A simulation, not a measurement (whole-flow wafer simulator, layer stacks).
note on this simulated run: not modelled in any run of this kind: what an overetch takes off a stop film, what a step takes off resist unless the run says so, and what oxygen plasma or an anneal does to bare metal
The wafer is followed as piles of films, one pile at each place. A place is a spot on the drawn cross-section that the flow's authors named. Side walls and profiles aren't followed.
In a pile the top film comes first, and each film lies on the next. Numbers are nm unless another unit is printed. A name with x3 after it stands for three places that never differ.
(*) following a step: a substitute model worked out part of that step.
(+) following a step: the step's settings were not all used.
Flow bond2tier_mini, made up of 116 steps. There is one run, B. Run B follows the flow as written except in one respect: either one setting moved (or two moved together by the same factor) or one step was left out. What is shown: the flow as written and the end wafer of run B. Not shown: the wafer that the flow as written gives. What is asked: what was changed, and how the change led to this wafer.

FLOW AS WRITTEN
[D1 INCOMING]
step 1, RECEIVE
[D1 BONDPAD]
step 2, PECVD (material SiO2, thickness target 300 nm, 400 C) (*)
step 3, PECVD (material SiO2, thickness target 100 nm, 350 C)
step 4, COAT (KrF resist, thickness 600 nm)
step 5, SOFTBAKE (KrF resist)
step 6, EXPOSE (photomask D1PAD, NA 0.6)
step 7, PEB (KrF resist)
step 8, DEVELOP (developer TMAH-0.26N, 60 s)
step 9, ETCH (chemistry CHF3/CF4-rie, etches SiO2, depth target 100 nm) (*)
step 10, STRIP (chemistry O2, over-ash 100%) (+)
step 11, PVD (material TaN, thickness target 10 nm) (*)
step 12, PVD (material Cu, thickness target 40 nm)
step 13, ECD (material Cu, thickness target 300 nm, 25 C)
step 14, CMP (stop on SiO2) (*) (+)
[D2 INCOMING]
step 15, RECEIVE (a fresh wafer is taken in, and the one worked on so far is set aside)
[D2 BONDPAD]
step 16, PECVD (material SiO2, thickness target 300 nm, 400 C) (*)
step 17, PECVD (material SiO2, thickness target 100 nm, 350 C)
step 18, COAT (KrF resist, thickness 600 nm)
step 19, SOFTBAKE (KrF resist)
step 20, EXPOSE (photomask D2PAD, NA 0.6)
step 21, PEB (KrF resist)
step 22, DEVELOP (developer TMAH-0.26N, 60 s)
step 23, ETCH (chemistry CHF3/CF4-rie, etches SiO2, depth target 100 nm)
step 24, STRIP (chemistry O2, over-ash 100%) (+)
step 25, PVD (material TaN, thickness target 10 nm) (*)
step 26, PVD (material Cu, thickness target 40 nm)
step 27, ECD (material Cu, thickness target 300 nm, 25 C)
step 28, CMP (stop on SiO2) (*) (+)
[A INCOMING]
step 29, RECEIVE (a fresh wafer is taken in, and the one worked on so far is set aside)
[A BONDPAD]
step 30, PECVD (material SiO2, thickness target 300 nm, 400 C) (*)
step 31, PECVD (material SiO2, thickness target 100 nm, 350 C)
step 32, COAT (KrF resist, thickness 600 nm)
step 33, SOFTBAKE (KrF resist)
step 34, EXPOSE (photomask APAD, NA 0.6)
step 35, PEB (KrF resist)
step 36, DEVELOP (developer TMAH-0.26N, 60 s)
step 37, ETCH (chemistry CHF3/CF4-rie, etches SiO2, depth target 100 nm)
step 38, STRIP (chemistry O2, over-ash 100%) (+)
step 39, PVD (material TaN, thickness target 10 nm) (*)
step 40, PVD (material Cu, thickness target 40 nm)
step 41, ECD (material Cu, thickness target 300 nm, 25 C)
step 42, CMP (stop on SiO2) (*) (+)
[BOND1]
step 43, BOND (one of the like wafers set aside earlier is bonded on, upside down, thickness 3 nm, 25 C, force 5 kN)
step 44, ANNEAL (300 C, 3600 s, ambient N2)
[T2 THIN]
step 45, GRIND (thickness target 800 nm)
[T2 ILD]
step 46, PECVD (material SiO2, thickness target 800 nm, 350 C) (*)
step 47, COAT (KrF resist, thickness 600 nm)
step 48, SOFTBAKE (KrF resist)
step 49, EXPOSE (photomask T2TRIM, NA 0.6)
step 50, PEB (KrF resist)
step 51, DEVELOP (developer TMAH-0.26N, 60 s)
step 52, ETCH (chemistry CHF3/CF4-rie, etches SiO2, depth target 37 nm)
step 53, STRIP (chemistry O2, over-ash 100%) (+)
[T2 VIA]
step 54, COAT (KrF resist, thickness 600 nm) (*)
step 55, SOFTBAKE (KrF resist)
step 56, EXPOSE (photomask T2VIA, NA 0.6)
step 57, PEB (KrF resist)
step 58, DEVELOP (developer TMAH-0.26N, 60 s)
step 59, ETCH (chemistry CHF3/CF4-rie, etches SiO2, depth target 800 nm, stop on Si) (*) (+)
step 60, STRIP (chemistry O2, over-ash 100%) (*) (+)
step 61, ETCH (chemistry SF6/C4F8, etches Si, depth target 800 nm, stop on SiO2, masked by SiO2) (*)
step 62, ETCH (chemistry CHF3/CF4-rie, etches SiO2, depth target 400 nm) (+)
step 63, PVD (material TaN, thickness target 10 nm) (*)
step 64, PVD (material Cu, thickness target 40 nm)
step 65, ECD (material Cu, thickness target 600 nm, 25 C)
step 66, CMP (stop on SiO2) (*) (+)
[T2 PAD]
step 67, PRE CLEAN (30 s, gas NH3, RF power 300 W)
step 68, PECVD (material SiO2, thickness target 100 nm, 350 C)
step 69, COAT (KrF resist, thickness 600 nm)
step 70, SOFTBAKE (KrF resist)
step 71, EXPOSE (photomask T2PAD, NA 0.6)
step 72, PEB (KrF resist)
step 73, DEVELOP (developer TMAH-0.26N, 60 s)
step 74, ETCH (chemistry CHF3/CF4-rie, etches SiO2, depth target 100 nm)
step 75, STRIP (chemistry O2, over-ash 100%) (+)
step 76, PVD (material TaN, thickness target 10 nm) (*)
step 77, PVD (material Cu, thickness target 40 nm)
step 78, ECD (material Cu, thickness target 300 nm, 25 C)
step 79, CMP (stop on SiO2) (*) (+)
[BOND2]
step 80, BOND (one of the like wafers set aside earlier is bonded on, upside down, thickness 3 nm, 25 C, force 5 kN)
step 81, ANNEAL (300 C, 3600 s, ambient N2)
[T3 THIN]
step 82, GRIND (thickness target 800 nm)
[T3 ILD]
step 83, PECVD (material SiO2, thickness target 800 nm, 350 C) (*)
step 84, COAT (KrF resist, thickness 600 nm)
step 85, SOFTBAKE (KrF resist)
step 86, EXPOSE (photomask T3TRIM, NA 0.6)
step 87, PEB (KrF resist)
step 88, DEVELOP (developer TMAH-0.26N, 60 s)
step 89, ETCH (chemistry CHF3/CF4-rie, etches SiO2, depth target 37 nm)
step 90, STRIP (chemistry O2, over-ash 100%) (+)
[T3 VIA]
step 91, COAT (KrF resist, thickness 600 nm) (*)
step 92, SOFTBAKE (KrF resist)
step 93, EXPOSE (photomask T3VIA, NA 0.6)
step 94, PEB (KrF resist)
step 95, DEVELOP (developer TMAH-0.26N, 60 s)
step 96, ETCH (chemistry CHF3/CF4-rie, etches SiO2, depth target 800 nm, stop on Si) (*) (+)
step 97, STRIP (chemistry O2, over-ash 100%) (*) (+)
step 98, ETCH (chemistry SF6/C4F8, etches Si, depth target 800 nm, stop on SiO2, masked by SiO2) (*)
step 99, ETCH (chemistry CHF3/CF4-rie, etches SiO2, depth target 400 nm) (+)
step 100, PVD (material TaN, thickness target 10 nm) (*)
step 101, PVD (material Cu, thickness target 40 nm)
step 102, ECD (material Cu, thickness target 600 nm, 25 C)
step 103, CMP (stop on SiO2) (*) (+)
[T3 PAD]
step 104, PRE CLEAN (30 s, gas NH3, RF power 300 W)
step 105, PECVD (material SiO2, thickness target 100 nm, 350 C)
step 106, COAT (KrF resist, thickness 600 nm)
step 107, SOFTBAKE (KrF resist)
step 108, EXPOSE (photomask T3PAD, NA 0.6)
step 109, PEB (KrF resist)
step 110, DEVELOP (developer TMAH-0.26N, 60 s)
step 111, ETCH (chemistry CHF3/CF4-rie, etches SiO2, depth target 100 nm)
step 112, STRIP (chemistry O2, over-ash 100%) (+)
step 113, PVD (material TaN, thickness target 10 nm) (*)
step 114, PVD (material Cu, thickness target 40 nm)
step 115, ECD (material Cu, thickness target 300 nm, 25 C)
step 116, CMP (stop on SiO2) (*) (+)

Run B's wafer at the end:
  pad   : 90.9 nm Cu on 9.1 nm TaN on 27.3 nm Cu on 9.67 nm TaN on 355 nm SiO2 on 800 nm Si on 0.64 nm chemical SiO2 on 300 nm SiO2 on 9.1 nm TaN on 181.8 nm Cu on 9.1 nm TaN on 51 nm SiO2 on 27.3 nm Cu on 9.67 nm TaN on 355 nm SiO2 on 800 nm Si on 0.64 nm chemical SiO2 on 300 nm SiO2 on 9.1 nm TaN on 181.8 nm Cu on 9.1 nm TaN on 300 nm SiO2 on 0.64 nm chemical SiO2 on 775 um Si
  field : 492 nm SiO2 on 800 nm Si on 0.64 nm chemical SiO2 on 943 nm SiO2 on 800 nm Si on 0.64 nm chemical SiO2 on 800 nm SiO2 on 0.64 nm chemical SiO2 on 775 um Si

Cause: step 68, PECVD: thickness target 151 nm was run, though the flow has thickness target 100 nm.

Step by step, how the change led to this:
  step 68, PECVD (material SiO2, thickness target 100 nm, 350 C)
      field: +151 SiO2 (in the flow as written it would be: +100 SiO2)
      pad: +151 SiO2 (new film) (in the flow as written it would be: +100 SiO2 (new film))
  step 74, ETCH (chemistry CHF3/CF4-rie, etches SiO2, depth target 100 nm)
      pad: -100 SiO2 (in the flow as written it would be: -100 SiO2 (all of it))
If metal films that touch count as one body, pad has 4 bodies (between them, from the top down: SiO2 355 / Si 800 / chemical SiO2 0.64 / SiO2 300; SiO2 51; SiO2 355 / Si 800 / chemical SiO2 0.64 / SiO2 300); the flow as written gives 3 bodies (between them, from the top down: SiO2 355 / Si 800 / chemical SiO2 0.64 / SiO2 300; SiO2 355 / Si 800 / chemical SiO2 0.64 / SiO2 300).
